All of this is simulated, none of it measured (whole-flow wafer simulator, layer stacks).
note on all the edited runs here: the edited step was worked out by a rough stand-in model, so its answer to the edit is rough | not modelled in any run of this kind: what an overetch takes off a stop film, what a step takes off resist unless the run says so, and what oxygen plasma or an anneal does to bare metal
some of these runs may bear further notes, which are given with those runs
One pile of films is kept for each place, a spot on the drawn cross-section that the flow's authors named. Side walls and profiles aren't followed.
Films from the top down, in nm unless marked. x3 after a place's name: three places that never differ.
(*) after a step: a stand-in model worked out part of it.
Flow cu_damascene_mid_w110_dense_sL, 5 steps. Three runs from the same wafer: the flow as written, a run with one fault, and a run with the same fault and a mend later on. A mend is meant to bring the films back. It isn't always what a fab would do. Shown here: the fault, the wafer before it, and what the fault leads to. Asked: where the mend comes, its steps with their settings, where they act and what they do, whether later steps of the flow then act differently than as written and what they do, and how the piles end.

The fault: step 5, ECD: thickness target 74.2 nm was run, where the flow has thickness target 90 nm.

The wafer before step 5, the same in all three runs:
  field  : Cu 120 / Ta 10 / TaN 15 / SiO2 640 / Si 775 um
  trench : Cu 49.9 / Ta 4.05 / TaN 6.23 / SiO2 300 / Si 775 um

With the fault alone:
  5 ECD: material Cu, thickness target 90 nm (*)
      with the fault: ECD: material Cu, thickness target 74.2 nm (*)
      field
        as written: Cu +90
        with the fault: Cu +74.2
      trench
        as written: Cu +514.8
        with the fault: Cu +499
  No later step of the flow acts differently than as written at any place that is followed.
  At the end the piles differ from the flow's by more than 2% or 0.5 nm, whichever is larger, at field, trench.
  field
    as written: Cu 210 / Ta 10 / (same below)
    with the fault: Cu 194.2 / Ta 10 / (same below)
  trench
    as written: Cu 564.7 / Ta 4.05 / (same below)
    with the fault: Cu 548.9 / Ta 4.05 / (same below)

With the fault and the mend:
  The mend comes after step 5.
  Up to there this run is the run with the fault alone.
  5a ECD: material Cu, thickness target 15.8 nm (the flow's step 5 once more, with other settings)
      field, trench
        Cu +15.8
  No later step of the flow acts differently than as written at any place that is followed.
  At the end the piles are the same as the flow's at every place that both follow.
